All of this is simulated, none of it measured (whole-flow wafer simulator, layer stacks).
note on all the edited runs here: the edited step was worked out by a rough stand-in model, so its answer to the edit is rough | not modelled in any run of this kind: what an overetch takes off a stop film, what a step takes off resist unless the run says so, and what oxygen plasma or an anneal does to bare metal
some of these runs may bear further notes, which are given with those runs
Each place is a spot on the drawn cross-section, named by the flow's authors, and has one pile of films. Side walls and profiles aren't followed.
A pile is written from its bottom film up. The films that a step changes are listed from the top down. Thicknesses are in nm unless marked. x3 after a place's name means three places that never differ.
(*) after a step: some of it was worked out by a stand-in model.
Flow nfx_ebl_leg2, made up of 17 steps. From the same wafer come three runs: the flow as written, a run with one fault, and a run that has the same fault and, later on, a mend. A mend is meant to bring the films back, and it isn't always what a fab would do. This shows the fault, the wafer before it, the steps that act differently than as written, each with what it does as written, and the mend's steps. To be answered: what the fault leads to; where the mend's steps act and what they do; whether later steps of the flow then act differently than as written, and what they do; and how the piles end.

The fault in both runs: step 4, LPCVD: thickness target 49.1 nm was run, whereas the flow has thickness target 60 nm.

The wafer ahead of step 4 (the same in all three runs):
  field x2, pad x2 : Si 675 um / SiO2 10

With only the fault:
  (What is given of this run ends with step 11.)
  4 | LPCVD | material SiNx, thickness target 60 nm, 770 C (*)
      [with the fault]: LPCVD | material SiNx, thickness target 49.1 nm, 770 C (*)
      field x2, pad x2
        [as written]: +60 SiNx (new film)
        [with the fault]: +49.1 SiNx (new film)
  Later steps of the flow up to step 11 that are run all act as written at every place that is followed.
  After step 11, at field x2, pad x2, the piles differ from the flow's by more than 2% or 0.5 nm, whichever is larger.
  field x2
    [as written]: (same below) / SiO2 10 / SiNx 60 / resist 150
    [with the fault]: (same below) / SiO2 10 / SiNx 49.1 / resist 150
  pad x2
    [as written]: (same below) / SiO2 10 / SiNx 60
    [with the fault]: (same below) / SiO2 10 / SiNx 49.1

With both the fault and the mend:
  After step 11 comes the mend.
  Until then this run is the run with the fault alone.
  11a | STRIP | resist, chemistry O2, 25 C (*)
      field x2
        -150 resist (all of it)
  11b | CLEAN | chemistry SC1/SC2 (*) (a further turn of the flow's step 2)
      alters no film at any place that is followed
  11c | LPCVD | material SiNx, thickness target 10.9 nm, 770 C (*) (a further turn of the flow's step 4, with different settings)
      field x2, pad x2
        +10.9 SiNx
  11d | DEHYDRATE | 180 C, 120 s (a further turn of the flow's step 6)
      alters no film at any place that is followed
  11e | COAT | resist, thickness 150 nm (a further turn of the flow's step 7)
      field x2, pad x2
        +150 resist (new film)
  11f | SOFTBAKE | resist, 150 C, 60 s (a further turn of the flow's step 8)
      alters no film at any place that is followed
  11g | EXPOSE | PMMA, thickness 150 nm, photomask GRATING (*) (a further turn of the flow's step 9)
      alters no film at any place that is followed
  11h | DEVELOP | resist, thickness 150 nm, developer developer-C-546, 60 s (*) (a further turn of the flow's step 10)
      pad x2
        -150 resist (all of it)
  Later steps of the flow that are run all act as written at every place that is followed.
  By the end, the piles equal the flow's at every place that both follow.
